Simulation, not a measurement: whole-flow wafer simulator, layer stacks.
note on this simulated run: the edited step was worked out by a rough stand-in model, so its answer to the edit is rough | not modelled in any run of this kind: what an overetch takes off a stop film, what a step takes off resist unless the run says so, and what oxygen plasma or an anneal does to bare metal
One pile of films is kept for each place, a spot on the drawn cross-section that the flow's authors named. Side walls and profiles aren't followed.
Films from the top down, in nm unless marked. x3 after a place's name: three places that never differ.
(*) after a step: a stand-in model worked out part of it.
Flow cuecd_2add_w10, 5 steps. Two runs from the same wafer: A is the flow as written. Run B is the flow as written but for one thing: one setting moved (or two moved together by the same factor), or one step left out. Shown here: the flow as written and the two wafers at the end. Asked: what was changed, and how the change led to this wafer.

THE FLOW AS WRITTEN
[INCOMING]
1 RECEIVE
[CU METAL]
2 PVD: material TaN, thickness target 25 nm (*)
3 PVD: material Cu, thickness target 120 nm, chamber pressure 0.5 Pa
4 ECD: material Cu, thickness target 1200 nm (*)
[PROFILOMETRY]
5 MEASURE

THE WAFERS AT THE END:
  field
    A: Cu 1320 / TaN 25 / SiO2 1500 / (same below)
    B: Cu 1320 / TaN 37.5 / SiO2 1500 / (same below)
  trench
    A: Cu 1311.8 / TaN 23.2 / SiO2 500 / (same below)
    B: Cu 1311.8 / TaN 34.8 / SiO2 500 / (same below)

The cause: step 2, PVD: thickness target 37.5 nm was run, where the flow has thickness target 25 nm.
It can be read off the wafer: field has TaN 37.5, and step 2 as written asks for 25 nm.

How the change led to this, step by step:
  2 PVD: material TaN, thickness target 25 nm (*)
      field: A TaN +25 (new film) | B TaN +37.5 (new film)
      trench: A TaN +23.2 (new film) | B TaN +34.8 (new film)
